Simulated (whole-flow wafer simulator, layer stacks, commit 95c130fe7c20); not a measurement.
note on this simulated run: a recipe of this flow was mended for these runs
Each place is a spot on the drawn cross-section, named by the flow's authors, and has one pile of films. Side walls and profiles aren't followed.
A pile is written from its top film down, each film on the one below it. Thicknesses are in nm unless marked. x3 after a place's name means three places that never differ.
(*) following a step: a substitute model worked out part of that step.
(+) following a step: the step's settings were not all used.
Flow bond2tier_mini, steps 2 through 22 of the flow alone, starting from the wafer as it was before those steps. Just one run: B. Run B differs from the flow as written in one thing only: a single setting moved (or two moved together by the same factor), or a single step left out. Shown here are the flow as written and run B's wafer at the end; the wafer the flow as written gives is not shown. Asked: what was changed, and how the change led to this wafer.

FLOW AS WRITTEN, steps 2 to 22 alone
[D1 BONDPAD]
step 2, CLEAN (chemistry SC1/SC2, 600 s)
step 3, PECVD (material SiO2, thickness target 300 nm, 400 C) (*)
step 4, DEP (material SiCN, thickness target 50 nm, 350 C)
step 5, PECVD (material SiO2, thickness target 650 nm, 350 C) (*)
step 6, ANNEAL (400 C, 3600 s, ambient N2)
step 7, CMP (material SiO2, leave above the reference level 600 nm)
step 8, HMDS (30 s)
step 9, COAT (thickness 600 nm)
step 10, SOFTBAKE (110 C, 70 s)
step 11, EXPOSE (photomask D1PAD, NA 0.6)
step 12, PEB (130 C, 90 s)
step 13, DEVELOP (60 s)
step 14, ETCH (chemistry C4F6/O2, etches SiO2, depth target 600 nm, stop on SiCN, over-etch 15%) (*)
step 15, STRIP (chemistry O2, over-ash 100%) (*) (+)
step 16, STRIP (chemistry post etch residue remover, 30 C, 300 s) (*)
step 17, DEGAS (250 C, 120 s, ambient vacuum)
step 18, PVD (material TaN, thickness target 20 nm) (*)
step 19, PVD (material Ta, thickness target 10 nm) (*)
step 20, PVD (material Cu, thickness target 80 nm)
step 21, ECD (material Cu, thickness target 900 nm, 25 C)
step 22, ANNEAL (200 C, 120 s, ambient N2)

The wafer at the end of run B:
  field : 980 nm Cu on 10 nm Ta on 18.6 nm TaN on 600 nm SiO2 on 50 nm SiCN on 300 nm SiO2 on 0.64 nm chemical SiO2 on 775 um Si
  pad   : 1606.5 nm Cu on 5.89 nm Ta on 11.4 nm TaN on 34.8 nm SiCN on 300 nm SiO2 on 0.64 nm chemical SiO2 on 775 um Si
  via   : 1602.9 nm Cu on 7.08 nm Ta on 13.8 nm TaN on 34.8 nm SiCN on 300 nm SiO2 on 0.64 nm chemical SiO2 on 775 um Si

The reason: step 18, PVD: thickness target 18.6 nm was run, though the flow has thickness target 20 nm.
The wafer lets one read it off: field has TaN 18.6, and step 18 as written asks for 20 nm.

How this came from the change, step by step:
  step 18, PVD (material TaN, thickness target 20 nm) (*)
      field: TaN gains 18.6 (new film) (as written it would have been: TaN gains 20 (new film))
      pad: TaN gains 11.4 (new film) (as written it would have been: TaN gains 12.3 (new film))
      (also at 1 further place)
